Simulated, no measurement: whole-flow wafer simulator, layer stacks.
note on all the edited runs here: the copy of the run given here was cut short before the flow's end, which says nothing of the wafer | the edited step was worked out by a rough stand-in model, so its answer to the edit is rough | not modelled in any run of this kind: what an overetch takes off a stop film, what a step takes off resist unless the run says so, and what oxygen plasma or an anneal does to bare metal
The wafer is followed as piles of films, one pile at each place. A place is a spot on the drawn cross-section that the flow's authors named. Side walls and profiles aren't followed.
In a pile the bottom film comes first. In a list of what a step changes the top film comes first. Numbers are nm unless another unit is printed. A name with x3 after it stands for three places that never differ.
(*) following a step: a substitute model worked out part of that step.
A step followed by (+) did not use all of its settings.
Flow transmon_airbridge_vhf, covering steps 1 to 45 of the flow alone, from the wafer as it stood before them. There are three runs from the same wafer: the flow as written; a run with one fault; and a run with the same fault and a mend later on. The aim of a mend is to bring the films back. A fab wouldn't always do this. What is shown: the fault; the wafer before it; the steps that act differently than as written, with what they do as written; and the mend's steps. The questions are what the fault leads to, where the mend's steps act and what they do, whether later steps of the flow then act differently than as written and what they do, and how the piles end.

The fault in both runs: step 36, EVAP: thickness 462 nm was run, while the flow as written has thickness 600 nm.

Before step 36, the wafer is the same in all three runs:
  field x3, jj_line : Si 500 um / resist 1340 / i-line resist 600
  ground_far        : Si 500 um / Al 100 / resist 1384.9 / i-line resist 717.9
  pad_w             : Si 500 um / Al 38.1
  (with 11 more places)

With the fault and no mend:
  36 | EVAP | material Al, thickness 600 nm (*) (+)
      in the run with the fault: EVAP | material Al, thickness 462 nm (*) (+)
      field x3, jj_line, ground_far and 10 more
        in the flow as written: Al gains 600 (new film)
        in the run with the fault: Al gains 462 (new film)
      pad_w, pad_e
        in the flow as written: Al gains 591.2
        in the run with the fault: Al gains 455.2
  Steps further on in the flow that do not act as written:
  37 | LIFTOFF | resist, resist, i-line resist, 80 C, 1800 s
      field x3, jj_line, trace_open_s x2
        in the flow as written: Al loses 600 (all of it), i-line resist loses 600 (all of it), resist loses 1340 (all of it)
        in the run with the fault: Al loses 462 (all of it), i-line resist loses 600 (all of it), resist loses 1340 (all of it)
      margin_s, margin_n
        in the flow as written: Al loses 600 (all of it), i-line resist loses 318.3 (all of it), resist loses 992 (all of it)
        in the run with the fault: Al loses 462 (all of it), i-line resist loses 318.3 (all of it), resist loses 992 (all of it)
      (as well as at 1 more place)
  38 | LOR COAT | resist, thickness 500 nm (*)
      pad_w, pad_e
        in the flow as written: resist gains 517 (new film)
        in the run with the fault: resist gains 529 (new film)
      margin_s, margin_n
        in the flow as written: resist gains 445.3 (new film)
        in the run with the fault: resist gains 433.5 (new film)
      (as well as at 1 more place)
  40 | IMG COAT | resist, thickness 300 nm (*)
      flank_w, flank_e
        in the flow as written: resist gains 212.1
        in the run with the fault: resist gains 216.7
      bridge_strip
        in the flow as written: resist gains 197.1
        in the run with the fault: resist gains 205.5
  By the end, the piles at pad_w, flank_w, gap_w and 7 more depart from the flow's by more than 2% or 0.5 nm, whichever is larger.
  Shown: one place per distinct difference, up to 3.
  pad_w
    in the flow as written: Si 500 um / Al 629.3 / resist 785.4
    in the run with the fault: Si 500 um / Al 493.3 / resist 803.3
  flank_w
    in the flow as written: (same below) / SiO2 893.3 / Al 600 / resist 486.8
    in the run with the fault: (same below) / SiO2 893.3 / Al 462 / resist 494.6
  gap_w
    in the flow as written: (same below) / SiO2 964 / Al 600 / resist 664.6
    in the run with the fault: (same below) / SiO2 964 / Al 462 / resist 674.9

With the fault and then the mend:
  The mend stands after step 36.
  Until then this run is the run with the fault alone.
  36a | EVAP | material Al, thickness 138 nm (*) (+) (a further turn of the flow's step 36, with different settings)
      field x3, jj_line, ground_far and 10 more
        Al gains 138
      pad_w, pad_e
        Al gains 136
  Every later step of the flow that is run acts as written, at every place that is followed, to within 2% or 0.5 nm, whichever is larger.
  The piles end only slightly different from the flow's at the places that both follow, by no more than 2% or 0.5 nm, whichever is larger.
